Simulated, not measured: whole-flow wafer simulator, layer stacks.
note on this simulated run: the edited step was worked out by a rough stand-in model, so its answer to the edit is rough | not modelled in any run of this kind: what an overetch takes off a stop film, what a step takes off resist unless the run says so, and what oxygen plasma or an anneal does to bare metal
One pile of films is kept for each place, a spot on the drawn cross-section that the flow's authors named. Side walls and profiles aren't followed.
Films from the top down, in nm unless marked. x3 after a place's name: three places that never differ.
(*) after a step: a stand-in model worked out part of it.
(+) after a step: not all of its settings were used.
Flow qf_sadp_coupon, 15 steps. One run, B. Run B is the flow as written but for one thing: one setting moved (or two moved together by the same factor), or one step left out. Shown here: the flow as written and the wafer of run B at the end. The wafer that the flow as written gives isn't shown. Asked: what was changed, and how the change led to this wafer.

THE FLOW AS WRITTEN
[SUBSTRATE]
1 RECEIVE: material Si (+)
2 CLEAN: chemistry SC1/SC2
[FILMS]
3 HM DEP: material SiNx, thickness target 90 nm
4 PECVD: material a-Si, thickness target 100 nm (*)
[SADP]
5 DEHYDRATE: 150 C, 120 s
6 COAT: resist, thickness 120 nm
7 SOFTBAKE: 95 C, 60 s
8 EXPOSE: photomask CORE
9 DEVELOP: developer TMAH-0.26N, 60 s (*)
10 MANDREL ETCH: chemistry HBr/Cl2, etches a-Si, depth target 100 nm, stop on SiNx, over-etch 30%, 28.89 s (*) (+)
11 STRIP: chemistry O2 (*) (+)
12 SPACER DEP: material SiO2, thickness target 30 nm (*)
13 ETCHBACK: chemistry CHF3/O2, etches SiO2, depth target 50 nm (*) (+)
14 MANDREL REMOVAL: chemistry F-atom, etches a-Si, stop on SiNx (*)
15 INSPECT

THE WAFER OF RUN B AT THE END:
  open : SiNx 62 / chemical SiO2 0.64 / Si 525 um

The cause: step 4, PECVD: thickness target 67.5 nm was run, where the flow has thickness target 100 nm.

How the change led to this, step by step:
  4 PECVD: material a-Si, thickness target 100 nm (*)
      m, open: a-Si +67.5 (new film) (as written it would be: a-Si +100 (new film))
  10 MANDREL ETCH: chemistry HBr/Cl2, etches a-Si, depth target 100 nm, stop on SiNx, over-etch 30%, 28.89 s (*) (+)
      open: a-Si -67.5 (all of it), SiNx -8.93 (as written it would be: a-Si -100 (all of it), SiNx -4.29)
  14 MANDREL REMOVAL: chemistry F-atom, etches a-Si, stop on SiNx (*)
      m: a-Si -63.3 (all of it) (as written it would be: a-Si -95.8 (all of it))
